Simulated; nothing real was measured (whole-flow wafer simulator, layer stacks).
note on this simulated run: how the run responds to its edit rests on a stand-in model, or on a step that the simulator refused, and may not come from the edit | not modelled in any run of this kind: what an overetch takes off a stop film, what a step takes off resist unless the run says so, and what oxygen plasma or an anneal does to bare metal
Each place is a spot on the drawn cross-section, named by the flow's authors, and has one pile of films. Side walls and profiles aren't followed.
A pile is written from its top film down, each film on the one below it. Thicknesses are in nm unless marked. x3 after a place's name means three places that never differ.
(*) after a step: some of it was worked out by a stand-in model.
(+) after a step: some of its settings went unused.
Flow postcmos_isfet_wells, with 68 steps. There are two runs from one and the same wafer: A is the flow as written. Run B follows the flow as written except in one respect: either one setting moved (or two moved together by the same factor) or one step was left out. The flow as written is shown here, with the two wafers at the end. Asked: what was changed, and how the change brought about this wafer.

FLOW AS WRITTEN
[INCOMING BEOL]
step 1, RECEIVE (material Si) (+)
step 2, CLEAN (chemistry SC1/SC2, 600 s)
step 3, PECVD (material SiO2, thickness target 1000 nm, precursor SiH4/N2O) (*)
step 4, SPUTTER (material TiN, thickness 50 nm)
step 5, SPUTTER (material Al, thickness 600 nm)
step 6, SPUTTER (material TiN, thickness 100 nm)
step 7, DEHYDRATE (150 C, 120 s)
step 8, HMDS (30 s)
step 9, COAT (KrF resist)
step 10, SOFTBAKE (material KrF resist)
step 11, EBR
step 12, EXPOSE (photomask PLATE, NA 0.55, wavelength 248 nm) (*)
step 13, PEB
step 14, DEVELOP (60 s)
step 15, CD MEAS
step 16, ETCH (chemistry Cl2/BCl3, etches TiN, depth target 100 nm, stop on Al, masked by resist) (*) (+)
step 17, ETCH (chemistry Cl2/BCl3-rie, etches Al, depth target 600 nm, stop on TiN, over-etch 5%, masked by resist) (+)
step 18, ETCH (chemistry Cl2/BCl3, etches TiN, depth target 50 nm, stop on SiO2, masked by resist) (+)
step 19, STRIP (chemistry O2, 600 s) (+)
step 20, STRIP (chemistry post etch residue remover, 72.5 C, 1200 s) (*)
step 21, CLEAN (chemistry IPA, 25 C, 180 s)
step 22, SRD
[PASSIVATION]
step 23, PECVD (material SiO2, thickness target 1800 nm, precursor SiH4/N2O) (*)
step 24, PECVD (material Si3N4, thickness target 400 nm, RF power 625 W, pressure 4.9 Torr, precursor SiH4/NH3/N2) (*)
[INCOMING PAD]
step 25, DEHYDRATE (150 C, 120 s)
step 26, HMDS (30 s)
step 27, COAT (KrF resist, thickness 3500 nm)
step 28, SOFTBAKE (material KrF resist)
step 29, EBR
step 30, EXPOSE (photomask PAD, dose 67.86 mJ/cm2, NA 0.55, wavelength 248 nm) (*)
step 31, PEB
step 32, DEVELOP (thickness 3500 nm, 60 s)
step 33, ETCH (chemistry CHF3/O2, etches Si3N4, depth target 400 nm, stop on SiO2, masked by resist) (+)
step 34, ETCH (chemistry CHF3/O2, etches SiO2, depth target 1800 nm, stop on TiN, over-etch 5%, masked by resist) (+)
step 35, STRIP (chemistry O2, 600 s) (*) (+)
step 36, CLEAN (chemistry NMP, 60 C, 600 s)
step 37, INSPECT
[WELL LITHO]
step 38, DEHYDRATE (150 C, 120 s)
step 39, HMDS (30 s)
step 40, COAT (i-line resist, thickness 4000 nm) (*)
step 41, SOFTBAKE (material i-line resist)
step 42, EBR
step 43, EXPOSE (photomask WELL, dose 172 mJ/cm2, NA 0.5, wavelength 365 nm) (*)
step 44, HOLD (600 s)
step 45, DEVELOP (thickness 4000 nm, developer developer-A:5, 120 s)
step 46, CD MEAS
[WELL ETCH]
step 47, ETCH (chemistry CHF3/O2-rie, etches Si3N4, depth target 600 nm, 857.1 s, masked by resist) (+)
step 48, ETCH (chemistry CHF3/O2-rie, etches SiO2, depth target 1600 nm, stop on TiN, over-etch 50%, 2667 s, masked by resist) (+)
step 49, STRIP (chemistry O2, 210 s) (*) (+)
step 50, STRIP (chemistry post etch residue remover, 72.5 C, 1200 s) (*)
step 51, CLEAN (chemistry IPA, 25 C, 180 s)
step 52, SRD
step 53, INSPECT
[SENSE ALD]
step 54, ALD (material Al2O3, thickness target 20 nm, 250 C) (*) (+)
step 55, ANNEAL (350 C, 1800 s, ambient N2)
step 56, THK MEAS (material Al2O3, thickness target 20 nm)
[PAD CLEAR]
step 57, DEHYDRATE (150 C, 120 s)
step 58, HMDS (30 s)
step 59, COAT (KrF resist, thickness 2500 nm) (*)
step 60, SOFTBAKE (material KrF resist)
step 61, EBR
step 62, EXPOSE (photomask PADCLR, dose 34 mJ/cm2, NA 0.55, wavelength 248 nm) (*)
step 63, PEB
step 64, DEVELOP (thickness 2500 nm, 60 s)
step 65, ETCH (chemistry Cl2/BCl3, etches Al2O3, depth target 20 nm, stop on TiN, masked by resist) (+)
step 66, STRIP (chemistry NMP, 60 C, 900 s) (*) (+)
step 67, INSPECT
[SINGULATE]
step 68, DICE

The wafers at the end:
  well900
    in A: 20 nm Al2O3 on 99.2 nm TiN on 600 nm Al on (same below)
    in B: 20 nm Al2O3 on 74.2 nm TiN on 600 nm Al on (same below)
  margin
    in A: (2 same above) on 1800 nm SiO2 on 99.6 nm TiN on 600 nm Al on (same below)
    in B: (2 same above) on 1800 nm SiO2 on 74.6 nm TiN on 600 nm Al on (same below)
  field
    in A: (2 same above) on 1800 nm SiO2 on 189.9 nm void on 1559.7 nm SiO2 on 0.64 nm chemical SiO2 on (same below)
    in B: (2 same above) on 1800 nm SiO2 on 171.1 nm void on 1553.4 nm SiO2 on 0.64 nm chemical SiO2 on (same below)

The reason: step 6, SPUTTER: thickness 75 nm was run, though the flow has thickness 100 nm.

Step by step, how the change led to this:
  step 6, SPUTTER (material TiN, thickness 100 nm)
      field, margin, well900, well1300 x3, pad_rim, pad_clr, pad_open: A TiN gains 100 (new film) | B TiN gains 75 (new film)
  step 16, ETCH (chemistry Cl2/BCl3, etches TiN, depth target 100 nm, stop on Al, masked by resist) (*) (+)
      field: A TiN loses 100 (all of it) | B TiN loses 75 (all of it)
  step 23, PECVD (material SiO2, thickness target 1800 nm, precursor SiH4/N2O) (*)
      field: A SiO2 gains 1800 (new film), void gains 189.9 (new film), SiO2 gains 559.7 | B SiO2 gains 1800 (new film), void gains 171.1 (new film), SiO2 gains 553.4
